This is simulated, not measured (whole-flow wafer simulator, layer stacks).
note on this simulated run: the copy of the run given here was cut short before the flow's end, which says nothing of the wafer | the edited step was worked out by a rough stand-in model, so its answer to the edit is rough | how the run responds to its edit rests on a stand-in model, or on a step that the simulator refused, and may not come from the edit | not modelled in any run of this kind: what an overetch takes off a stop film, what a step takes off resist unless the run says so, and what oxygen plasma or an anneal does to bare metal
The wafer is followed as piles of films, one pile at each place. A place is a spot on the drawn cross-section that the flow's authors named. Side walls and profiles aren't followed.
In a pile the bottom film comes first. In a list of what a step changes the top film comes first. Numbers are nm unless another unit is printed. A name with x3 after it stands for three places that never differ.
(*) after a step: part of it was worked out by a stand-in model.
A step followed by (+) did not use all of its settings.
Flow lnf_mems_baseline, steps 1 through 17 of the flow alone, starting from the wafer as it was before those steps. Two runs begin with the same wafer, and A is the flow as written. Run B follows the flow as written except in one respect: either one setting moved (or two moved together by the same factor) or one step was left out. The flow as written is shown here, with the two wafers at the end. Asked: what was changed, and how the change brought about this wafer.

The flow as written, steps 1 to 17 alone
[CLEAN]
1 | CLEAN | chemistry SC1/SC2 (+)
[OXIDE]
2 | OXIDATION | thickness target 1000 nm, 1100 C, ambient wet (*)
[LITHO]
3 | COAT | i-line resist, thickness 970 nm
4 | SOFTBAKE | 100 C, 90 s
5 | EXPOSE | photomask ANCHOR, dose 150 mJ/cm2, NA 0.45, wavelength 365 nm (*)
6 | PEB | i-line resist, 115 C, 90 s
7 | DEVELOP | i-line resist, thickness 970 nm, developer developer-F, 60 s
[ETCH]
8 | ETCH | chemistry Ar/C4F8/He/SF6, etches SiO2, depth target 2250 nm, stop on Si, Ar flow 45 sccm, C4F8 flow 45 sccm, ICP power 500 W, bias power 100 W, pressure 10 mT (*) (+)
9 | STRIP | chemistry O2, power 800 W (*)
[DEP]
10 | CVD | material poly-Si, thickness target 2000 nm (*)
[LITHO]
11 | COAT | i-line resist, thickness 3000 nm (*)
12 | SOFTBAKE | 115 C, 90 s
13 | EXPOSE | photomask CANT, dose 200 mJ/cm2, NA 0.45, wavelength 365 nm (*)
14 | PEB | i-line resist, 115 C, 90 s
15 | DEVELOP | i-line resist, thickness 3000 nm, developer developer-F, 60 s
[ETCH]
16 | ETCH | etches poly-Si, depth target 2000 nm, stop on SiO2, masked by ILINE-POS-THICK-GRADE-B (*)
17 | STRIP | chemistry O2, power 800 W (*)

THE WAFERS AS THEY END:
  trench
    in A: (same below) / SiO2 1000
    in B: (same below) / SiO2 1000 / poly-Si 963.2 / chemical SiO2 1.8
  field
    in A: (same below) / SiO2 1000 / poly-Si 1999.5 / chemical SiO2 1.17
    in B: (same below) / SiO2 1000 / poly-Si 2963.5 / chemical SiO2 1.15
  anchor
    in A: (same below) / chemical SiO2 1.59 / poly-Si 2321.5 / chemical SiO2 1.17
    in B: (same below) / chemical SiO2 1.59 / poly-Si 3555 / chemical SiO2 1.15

The reason: step 10, CVD: thickness target 2964 nm was run, whereas the flow has thickness target 2000 nm.

How this came from the change, step by step:
  10 | CVD | material poly-Si, thickness target 2000 nm (*)
      field, beam, trench, char_slit: A +2000 poly-Si (new film) | B +2964 poly-Si (new film)
      anchor: A +2322 poly-Si (new film) | B +3555.5 poly-Si (new film)
  11 | COAT | i-line resist, thickness 3000 nm (*)
      anchor: A +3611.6 i-line resist (new film) | B +3357.4 i-line resist (new film)
  12 | SOFTBAKE | 115 C, 90 s
      field: A -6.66 i-line resist | B -5.26 i-line resist
      anchor: A +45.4 i-line resist | B +34.5 i-line resist
      (as well as at 2 more places)
  14 | PEB | i-line resist, 115 C, 90 s
      anchor: A -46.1 i-line resist | B -41.4 i-line resist
  16 | ETCH | etches poly-Si, depth target 2000 nm, stop on SiO2, masked by ILINE-POS-THICK-GRADE-B (*)
      trench, char_slit: A -2000 poly-Si (all of it) | B -2000 poly-Si
  17 | STRIP | chemistry O2, power 800 W (*)
      trench, char_slit: A nothing | B +1.8 chemical SiO2 (new film), -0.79 poly-Si
      anchor: A +1.17 chemical SiO2 (new film), -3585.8 i-line resist (all of it), -0.52 poly-Si | B +1.15 chemical SiO2 (new film), -3325.4 i-line resist (all of it), -0.51 poly-Si
